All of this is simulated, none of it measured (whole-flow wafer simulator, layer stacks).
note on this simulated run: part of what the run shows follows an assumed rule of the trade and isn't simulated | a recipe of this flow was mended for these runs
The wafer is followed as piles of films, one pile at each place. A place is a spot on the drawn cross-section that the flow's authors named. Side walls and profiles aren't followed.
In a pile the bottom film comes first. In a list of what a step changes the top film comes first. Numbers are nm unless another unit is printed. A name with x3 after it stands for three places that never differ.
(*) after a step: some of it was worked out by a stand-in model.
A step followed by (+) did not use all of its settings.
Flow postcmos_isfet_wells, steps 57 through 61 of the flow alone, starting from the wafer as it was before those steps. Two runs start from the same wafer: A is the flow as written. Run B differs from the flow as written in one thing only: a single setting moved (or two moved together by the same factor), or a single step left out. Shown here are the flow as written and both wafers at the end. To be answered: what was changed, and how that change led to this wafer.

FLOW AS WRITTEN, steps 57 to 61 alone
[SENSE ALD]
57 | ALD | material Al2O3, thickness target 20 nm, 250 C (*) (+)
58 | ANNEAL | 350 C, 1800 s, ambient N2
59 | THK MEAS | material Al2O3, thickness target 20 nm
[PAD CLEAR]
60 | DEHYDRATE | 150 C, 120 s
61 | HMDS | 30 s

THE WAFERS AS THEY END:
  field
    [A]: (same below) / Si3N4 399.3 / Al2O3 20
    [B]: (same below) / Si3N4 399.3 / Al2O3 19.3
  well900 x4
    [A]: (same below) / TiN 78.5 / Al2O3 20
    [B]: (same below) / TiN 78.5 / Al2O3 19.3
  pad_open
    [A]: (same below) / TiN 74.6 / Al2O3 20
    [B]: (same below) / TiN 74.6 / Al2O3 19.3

Cause: step 57, ALD: 273 C was run, while the flow as written has 250 C.

Step by step, how the change led to this:
  57 | ALD | material Al2O3, thickness target 20 nm, 250 C (*) (+)
      field, margin x3, well900 x4, pad_open: A +20 Al2O3 (new film) | B +19.3 Al2O3 (new film)
